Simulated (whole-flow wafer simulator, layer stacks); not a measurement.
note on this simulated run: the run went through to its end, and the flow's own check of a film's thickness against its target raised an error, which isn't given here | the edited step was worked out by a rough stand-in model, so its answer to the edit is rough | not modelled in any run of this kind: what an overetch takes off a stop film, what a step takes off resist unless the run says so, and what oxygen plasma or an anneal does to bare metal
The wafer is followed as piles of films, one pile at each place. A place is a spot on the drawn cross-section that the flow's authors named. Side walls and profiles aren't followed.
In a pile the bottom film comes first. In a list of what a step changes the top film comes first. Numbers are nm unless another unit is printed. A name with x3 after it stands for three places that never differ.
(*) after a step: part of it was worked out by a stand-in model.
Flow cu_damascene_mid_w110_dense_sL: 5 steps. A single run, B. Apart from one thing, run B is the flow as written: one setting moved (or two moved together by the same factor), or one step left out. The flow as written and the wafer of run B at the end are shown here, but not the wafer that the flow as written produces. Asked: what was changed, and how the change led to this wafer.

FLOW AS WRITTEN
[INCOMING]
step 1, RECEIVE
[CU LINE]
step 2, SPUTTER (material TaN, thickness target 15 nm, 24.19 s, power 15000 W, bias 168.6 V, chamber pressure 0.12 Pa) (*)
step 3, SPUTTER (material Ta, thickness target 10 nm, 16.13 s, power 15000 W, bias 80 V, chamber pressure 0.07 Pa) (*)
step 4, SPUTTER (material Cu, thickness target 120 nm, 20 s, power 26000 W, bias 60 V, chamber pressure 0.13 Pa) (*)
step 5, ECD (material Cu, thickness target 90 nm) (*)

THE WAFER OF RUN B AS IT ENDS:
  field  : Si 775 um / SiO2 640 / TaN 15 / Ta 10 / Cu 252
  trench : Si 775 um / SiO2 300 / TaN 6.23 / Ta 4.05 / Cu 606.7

What caused this: step 4, SPUTTER: thickness target 162 nm was run, whereas the flow has thickness target 120 nm; step 4, SPUTTER: 27 s was run, where the flow has 20 s.

How this came from the change, step by step:
  step 4, SPUTTER (material Cu, thickness target 120 nm, 20 s, power 26000 W, bias 60 V, chamber pressure 0.13 Pa) (*)
      field: Cu gains 162 (new film) (as written it would have been: Cu gains 120 (new film))
      trench: Cu gains 67.4 (new film) (as written it would have been: Cu gains 49.9 (new film))
  step 5, ECD (material Cu, thickness target 90 nm) (*)
      trench: Cu gains 539.3 (as written it would have been: Cu gains 514.8)
